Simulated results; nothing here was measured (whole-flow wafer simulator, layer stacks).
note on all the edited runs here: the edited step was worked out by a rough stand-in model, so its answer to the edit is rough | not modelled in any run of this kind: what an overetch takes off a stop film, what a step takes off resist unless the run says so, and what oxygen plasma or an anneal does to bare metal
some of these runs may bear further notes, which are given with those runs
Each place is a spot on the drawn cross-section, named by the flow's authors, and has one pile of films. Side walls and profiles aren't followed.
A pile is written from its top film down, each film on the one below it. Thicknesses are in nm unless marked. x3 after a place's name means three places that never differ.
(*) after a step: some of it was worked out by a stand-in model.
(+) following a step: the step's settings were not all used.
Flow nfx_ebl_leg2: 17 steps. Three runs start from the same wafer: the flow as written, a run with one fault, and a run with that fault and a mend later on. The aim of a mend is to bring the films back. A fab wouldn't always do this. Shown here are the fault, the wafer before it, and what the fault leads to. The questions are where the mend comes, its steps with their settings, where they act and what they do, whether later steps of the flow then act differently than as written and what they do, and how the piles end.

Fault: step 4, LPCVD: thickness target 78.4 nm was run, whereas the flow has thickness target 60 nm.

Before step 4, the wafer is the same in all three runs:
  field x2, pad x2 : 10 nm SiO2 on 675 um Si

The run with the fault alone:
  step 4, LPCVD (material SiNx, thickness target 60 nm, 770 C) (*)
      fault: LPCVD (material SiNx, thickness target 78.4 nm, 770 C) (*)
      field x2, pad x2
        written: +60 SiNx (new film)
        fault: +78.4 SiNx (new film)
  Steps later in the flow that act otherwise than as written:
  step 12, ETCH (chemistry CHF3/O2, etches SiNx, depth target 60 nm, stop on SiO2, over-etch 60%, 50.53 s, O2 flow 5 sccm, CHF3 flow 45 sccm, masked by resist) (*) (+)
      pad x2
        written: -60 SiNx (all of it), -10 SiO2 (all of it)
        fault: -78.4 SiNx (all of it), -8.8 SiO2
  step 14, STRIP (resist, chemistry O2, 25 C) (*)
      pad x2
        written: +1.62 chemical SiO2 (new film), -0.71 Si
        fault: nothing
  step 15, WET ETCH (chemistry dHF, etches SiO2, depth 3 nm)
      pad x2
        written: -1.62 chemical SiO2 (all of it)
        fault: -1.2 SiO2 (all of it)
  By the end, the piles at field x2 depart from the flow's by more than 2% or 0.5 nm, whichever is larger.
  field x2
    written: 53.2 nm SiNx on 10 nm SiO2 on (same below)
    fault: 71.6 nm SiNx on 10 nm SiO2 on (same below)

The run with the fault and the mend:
  The mend stands after step 5.
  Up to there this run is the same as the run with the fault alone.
  step 5a, ETCH (chemistry h3po4, depth target 18.4 nm)
      field x2, pad x2
        -18.4 SiNx
  Every later step of the flow that is run acts as written at every place that is followed.
  At every place that both follow, the piles at the end match the flow's.
